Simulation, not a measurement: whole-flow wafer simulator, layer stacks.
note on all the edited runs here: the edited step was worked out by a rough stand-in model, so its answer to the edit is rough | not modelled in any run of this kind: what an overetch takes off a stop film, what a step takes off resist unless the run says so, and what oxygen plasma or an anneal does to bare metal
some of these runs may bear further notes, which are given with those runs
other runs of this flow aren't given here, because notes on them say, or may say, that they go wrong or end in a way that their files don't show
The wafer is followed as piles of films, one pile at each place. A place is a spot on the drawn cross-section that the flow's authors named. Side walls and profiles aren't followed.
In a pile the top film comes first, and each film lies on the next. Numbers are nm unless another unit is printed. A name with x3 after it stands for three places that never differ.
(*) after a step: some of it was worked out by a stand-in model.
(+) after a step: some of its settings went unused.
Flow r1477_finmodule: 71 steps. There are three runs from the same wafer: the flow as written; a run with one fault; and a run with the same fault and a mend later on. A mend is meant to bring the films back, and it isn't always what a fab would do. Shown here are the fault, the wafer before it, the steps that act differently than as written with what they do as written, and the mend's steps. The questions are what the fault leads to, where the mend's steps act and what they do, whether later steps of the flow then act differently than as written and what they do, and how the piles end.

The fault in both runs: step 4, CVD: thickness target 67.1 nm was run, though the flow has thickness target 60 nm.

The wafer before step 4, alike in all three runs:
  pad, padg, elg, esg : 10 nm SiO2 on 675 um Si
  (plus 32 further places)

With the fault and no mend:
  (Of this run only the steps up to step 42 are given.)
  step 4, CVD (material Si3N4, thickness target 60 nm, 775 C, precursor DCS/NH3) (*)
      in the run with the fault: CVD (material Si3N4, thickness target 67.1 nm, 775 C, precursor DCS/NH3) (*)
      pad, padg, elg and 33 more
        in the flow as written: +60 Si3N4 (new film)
        in the run with the fault: +67.1 Si3N4 (new film)
  Later steps of the flow acting differently than as written:
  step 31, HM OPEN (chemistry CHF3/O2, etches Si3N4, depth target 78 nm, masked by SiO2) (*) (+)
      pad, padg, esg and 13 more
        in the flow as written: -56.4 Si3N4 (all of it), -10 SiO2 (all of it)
        in the run with the fault: -63.5 Si3N4 (all of it), -7.26 SiO2
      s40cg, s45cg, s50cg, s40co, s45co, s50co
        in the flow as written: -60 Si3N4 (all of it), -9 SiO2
        in the run with the fault: -67.1 Si3N4 (all of it), -5.45 SiO2
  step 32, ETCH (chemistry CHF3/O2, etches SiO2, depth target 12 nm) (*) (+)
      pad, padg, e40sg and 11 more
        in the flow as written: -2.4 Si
        in the run with the fault: -2.74 SiO2 (all of it), -1.85 Si
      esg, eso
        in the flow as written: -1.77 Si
        in the run with the fault: -2.74 SiO2 (all of it), -1.85 Si
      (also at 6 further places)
  The piles after step 42 differ from the flow's at elg, e40lg, e100lg and 11 more by more than 2% or 0.5 nm, whichever is larger.
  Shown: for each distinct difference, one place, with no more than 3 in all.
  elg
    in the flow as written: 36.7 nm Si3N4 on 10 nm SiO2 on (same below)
    in the run with the fault: 43.8 nm Si3N4 on 10 nm SiO2 on (same below)
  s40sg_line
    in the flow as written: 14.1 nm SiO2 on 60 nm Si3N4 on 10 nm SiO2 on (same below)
    in the run with the fault: 14.1 nm SiO2 on 67.1 nm Si3N4 on 10 nm SiO2 on (same below)

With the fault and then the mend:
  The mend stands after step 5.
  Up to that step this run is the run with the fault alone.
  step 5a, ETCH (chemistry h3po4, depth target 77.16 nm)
      pad, padg, elg and 33 more
        -67.1 Si3N4 (all of it)
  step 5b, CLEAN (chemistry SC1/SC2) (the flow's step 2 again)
      does not change any film at any place that is followed
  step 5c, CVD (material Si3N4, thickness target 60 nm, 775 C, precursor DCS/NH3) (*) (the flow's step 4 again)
      pad, padg, elg and 33 more
        +60 Si3N4 (new film)
  None of the later steps of the flow acts differently than as written at any place that is followed.
  The piles end the same as the flow's at every place that both follow.
